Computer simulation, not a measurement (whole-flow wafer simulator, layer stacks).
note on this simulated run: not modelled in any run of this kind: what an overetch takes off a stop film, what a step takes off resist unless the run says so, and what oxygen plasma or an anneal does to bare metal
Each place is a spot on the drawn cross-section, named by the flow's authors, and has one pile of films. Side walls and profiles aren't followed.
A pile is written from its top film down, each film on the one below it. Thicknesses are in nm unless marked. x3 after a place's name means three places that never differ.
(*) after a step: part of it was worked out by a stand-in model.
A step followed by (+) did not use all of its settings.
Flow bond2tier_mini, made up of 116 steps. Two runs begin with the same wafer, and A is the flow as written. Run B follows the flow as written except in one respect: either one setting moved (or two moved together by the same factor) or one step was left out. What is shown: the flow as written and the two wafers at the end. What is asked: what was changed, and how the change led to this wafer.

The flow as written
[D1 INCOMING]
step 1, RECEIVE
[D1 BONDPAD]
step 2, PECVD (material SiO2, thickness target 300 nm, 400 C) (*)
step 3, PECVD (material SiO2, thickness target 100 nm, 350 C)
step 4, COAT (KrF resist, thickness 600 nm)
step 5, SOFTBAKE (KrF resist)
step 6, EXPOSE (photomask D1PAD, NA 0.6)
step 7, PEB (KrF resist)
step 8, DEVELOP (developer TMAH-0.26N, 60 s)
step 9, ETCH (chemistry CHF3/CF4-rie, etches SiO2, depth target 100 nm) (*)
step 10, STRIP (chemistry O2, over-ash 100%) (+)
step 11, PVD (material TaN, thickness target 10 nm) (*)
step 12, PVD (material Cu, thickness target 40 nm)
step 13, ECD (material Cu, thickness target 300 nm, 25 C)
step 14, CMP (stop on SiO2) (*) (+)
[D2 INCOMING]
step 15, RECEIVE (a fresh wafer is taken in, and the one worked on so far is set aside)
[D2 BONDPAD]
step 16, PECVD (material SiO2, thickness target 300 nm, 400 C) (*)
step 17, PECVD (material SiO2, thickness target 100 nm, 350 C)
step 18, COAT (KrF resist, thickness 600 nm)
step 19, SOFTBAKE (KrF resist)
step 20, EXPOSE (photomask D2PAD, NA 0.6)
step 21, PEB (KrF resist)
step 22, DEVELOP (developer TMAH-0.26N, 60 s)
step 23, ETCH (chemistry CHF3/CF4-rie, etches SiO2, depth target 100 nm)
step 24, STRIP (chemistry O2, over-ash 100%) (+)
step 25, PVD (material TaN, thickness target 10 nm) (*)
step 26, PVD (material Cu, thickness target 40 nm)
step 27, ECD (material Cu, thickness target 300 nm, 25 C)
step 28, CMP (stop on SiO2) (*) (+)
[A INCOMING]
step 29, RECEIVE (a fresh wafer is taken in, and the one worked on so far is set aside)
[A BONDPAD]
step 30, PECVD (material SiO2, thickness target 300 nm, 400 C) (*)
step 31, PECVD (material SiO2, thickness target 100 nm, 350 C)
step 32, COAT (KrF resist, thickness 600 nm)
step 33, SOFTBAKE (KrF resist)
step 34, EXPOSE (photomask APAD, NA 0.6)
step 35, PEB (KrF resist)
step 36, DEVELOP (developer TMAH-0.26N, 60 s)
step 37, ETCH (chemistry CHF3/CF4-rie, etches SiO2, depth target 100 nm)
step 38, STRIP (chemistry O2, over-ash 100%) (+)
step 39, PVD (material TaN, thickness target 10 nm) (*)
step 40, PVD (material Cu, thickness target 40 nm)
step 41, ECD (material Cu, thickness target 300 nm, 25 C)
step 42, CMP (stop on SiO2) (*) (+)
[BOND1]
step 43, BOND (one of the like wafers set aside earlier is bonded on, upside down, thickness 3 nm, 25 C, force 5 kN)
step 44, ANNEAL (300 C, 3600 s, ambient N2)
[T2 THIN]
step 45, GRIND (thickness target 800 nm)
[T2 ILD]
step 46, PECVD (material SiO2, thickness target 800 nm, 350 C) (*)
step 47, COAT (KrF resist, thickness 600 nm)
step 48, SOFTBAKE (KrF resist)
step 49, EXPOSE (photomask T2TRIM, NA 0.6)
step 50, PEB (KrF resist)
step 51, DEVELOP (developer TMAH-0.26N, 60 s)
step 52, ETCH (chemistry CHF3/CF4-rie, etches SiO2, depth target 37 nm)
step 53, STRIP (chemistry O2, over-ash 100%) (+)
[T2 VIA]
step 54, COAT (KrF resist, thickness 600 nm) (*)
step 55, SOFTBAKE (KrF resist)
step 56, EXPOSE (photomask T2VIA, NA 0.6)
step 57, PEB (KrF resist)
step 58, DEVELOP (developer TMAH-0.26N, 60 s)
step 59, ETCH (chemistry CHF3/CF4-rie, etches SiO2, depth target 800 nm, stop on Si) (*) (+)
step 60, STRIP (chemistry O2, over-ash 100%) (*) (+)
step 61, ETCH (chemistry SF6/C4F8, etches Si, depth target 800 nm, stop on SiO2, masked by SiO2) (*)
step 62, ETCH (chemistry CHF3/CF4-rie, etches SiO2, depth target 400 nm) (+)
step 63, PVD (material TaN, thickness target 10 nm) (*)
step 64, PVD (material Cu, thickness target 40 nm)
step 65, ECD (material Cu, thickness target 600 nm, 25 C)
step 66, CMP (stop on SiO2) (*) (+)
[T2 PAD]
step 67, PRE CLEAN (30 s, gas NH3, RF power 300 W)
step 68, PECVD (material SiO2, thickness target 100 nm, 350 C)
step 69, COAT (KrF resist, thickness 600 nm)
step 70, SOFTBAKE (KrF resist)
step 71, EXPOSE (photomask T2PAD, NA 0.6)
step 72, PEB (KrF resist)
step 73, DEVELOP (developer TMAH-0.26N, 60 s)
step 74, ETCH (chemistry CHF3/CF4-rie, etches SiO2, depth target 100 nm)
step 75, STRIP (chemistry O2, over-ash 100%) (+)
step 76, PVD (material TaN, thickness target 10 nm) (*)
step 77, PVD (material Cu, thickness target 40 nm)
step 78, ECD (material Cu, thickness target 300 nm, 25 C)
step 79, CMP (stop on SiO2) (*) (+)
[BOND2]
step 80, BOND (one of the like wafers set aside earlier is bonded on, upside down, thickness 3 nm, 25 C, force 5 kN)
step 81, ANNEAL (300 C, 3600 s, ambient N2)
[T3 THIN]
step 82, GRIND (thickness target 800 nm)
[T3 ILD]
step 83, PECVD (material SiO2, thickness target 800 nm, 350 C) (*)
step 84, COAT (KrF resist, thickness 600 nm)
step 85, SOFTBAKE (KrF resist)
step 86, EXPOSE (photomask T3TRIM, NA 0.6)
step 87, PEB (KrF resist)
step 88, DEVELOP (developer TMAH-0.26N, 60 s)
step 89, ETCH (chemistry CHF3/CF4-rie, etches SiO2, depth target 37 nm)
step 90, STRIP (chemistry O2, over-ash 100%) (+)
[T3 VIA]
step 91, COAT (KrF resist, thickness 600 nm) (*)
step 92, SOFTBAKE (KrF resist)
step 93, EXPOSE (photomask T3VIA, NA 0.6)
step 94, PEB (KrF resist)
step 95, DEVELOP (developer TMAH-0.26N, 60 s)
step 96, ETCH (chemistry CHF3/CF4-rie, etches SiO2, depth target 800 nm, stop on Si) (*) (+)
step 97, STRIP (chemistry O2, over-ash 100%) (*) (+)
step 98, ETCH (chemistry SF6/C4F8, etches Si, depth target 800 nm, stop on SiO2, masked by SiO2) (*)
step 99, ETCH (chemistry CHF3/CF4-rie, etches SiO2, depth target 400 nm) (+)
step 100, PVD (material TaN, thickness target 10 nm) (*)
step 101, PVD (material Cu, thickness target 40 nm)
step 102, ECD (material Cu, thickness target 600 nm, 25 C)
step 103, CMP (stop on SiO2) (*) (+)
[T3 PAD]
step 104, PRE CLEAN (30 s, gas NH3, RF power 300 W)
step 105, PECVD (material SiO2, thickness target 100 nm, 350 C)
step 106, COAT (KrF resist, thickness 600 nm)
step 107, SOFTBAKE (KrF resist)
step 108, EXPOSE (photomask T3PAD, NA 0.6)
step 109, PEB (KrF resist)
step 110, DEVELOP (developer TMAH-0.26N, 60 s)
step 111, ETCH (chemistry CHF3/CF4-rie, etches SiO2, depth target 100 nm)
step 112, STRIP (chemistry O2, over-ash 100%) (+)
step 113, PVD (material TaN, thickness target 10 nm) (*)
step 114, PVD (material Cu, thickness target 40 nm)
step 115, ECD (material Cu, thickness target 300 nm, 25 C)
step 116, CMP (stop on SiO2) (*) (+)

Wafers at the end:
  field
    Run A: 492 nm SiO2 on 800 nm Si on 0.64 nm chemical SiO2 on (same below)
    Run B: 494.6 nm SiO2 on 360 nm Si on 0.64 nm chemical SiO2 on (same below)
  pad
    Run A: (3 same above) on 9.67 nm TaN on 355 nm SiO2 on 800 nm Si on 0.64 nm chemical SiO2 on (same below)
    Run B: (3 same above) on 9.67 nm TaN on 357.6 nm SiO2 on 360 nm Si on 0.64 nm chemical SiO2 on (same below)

What caused this: step 82, GRIND: thickness target 360 nm was run, though the flow has thickness target 800 nm.
The wafer itself shows it: field has Si 360, and step 82 as written asks for 800 nm.

How this came from the change, step by step:
  step 82, GRIND (thickness target 800 nm)
      field, pad: A Si loses 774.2 um | B Si loses 774.64 um
  step 98, ETCH (chemistry SF6/C4F8, etches Si, depth target 800 nm, stop on SiO2, masked by SiO2) (*)
      field, pad: A SiO2 loses 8 | B SiO2 loses 5.4
